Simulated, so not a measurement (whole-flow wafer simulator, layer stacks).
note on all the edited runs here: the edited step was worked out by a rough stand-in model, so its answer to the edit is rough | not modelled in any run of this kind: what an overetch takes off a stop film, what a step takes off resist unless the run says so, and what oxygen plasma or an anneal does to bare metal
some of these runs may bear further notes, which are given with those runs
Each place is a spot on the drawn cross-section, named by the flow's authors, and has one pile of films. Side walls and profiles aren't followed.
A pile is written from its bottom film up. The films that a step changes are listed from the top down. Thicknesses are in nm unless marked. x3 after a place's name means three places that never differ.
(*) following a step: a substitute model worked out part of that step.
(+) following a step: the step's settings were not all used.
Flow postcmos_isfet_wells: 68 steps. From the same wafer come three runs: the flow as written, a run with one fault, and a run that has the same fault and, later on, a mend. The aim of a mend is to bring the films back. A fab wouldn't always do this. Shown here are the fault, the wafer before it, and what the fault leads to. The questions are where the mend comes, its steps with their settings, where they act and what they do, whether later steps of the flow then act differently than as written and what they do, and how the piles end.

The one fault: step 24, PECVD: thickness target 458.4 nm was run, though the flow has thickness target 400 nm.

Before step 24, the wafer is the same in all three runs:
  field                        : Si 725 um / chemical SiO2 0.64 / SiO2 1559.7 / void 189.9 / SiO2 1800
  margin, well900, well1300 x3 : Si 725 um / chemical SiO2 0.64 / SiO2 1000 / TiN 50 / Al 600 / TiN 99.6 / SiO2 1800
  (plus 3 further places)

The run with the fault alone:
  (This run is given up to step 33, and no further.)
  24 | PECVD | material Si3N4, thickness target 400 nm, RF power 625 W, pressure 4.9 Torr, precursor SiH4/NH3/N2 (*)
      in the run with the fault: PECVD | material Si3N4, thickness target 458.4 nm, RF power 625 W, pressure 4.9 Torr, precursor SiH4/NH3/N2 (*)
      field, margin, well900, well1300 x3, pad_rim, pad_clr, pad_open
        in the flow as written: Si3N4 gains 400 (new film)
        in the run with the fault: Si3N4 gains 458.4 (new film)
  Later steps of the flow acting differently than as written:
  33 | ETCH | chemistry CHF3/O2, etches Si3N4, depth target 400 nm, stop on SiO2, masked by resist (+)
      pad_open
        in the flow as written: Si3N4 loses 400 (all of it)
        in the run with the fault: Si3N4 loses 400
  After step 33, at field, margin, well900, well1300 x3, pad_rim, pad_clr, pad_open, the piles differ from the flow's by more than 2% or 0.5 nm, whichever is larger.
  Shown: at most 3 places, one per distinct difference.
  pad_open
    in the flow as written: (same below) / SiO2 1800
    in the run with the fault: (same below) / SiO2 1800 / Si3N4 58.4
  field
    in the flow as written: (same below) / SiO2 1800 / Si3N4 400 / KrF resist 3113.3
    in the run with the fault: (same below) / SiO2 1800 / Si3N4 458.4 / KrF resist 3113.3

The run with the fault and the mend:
  The mend stands after step 24.
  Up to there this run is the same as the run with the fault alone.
  24a | ETCH | chemistry h3po4, depth target 527.2 nm
      field, margin, well900, well1300 x3, pad_rim, pad_clr, pad_open
        Si3N4 loses 458.4 (all of it)
  24b | PECVD | material Si3N4, thickness target 400 nm, RF power 625 W, pressure 4.9 Torr, precursor SiH4/NH3/N2 (*) (the flow's step 24, run once more)
      field, margin, well900, well1300 x3, pad_rim, pad_clr, pad_open
        Si3N4 gains 400 (new film)
  Later steps of the flow that are run all act as written at every place that is followed.
  The piles end the same as the flow's at every place that both follow.
